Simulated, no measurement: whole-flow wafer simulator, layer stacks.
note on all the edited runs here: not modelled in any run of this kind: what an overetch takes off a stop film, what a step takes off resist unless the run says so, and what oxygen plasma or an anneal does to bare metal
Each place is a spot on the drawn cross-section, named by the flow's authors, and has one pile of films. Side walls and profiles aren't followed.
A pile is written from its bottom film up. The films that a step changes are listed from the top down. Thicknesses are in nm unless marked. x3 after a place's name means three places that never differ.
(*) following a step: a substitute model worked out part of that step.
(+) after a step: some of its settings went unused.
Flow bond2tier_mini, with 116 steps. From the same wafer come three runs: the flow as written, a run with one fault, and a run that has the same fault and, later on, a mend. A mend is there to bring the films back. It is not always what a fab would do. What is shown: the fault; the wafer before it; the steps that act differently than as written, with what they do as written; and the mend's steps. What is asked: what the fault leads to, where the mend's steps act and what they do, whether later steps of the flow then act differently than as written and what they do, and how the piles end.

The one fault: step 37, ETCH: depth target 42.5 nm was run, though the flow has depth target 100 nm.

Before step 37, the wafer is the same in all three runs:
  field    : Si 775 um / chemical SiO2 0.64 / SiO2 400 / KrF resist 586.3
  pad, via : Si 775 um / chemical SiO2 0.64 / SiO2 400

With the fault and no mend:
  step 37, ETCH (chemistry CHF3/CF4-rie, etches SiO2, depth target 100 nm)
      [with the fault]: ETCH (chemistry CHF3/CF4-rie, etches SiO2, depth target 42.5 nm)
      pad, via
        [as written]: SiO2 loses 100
        [with the fault]: SiO2 loses 42.5
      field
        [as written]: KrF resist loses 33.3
        [with the fault]: KrF resist loses 14.2
  Later steps of the flow acting differently than as written:
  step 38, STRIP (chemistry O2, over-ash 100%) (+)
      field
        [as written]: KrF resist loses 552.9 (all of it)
        [with the fault]: KrF resist loses 572.1 (all of it)
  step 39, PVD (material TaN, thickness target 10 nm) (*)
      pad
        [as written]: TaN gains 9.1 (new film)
        [with the fault]: TaN gains 9.62 (new film)
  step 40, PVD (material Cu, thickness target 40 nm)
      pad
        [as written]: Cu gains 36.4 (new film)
        [with the fault]: Cu gains 38.5 (new film)
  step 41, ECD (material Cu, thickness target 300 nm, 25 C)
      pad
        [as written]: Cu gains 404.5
        [with the fault]: Cu gains 344.4
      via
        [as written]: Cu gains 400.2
        [with the fault]: Cu gains 342.5
  At pad, the piles at the end differ from the flow's by more than 2% or 0.5 nm, whichever is larger.
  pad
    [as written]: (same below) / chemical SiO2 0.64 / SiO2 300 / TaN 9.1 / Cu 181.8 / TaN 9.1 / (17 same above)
    [with the fault]: (same below) / chemical SiO2 0.64 / SiO2 357.5 / TaN 9.62 / Cu 123.8 / TaN 9.1 / (17 same above)

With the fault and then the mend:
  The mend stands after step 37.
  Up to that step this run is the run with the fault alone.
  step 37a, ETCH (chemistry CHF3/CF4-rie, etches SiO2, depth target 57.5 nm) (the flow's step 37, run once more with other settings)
      pad, via
        SiO2 loses 57.5
      field
        KrF resist loses 19.2
  Every later step of the flow that is run acts as written at every place that is followed.
  At every place that both follow, the piles at the end match the flow's.
